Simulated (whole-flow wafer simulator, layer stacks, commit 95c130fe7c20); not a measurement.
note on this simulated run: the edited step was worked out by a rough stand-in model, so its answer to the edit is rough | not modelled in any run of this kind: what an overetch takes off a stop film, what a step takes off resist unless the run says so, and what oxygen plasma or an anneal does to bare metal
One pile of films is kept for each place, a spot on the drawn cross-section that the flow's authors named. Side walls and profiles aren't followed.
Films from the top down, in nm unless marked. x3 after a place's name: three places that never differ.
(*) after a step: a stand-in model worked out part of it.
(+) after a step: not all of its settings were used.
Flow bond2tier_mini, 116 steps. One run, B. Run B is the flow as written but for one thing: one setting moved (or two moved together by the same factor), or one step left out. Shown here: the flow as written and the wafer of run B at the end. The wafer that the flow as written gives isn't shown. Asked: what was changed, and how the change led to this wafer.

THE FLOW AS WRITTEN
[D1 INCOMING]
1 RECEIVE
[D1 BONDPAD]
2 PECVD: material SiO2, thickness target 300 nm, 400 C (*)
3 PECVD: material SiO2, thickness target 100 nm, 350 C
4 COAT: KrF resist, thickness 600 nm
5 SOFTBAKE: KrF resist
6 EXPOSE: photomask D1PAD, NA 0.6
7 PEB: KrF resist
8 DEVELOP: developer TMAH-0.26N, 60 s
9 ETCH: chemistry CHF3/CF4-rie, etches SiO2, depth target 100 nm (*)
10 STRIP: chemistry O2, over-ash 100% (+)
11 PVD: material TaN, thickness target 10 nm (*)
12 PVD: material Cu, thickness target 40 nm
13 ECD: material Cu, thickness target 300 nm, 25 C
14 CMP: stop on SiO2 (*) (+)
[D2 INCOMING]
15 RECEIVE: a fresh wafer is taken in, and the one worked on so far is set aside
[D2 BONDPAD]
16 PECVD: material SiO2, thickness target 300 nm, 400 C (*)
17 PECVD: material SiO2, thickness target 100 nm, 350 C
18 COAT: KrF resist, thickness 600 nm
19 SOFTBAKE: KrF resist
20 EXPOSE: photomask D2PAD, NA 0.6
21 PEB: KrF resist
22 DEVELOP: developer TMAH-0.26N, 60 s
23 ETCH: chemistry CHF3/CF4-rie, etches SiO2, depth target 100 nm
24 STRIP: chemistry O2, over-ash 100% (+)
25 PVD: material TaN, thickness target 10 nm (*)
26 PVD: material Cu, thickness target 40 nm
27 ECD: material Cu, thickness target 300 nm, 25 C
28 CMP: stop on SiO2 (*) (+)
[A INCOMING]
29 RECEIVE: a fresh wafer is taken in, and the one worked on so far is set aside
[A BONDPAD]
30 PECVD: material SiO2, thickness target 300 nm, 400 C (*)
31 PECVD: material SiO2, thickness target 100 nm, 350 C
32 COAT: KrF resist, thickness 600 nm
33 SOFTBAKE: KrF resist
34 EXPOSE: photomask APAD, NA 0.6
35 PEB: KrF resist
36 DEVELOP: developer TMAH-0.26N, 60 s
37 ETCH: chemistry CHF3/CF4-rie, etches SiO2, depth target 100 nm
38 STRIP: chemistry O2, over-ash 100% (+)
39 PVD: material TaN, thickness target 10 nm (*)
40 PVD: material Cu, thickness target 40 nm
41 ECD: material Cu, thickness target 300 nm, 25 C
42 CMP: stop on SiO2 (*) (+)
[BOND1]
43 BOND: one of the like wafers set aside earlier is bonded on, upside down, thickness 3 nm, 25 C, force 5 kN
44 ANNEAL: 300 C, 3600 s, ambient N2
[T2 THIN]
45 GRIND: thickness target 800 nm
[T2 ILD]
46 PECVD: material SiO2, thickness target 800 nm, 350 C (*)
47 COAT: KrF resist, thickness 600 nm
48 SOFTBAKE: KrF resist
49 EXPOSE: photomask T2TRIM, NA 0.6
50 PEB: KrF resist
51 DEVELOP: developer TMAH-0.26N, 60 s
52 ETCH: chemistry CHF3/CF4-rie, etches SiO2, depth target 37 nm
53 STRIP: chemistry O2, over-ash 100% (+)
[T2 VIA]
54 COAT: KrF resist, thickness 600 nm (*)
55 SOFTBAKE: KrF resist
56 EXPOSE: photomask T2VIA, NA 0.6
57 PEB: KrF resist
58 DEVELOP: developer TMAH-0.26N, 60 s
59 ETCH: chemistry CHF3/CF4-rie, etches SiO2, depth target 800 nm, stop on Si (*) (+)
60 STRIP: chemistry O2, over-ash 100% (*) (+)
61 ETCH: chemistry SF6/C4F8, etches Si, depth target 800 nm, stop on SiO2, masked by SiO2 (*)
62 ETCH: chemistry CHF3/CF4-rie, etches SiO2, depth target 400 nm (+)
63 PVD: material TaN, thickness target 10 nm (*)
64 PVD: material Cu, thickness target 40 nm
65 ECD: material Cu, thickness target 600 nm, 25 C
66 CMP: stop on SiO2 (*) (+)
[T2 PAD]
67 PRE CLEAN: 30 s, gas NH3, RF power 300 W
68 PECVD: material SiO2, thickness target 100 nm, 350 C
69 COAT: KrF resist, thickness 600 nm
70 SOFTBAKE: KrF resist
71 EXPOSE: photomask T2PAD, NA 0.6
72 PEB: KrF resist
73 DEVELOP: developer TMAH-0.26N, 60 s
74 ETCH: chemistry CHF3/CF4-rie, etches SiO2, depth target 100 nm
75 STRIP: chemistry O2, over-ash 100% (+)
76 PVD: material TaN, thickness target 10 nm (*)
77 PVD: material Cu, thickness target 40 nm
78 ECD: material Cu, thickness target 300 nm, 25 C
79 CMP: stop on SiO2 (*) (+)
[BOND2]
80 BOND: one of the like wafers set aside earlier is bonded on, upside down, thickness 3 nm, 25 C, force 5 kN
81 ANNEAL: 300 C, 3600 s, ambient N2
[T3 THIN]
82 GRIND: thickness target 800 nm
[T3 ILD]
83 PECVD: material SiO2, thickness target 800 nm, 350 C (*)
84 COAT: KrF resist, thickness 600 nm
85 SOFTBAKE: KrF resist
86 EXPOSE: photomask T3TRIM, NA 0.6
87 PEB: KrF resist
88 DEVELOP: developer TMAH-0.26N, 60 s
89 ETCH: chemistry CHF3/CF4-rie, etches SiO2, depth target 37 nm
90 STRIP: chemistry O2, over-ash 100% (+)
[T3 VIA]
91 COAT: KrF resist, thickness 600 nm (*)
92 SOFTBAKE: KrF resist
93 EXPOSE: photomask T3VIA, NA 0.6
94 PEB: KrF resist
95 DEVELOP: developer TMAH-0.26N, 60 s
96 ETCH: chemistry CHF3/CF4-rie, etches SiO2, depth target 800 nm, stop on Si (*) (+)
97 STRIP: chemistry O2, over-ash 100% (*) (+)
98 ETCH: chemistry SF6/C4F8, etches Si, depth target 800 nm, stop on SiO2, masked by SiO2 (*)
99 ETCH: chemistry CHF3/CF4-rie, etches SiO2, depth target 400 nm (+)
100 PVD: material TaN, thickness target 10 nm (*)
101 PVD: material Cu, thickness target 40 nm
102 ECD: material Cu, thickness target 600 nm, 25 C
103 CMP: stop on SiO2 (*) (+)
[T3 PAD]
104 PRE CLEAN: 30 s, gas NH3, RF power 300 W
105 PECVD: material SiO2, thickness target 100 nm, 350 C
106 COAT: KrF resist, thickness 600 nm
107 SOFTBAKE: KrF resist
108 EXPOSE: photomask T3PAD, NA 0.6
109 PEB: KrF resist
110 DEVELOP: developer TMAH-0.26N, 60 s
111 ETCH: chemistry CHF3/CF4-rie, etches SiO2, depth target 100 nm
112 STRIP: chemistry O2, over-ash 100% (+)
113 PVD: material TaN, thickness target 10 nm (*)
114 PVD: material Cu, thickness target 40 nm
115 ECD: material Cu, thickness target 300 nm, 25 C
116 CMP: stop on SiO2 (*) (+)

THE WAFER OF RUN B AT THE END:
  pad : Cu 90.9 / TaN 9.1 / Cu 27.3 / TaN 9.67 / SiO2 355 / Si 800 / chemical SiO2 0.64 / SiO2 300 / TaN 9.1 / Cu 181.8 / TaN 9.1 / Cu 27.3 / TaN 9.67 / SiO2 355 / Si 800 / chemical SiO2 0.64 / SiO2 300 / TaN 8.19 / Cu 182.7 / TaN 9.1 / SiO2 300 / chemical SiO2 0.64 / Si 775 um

The cause: step 11, PVD: thickness target 9 nm was run, where the flow has thickness target 10 nm.

How the change led to this, step by step:
  11 PVD: material TaN, thickness target 10 nm (*)
      field: TaN +9 (new film) (as written it would be: TaN +10 (new film))
      pad: TaN +8.19 (new film) (as written it would be: TaN +9.1 (new film))
      (and at 1 more place)
  14 CMP: stop on SiO2 (*) (+)
      field: Cu -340 (all of it), TaN -9 (all of it) (as written it would be: Cu -340 (all of it), TaN -10 (all of it))
  43 BOND: one of the like wafers set aside earlier is bonded on, upside down, thickness 3 nm, 25 C, force 5 kN
      pad: Si +775 um (new film), chemical SiO2 +0.64 (new film), SiO2 +300 (new film), TaN +8.19 (new film), Cu +91.8 (as written it would be: Si +775 um (new film), chemical SiO2 +0.64 (new film), SiO2 +300 (new film), TaN +9.1 (new film), Cu +90.9)
      via: Si +775 um (new film), chemical SiO2 +0.64 (new film), SiO2 +300 (new film), TaN +8.98 (new film), Cu +91 (as written it would be: Si +775 um (new film), chemical SiO2 +0.64 (new film), SiO2 +300 (new film), TaN +9.97 (new film), Cu +90)
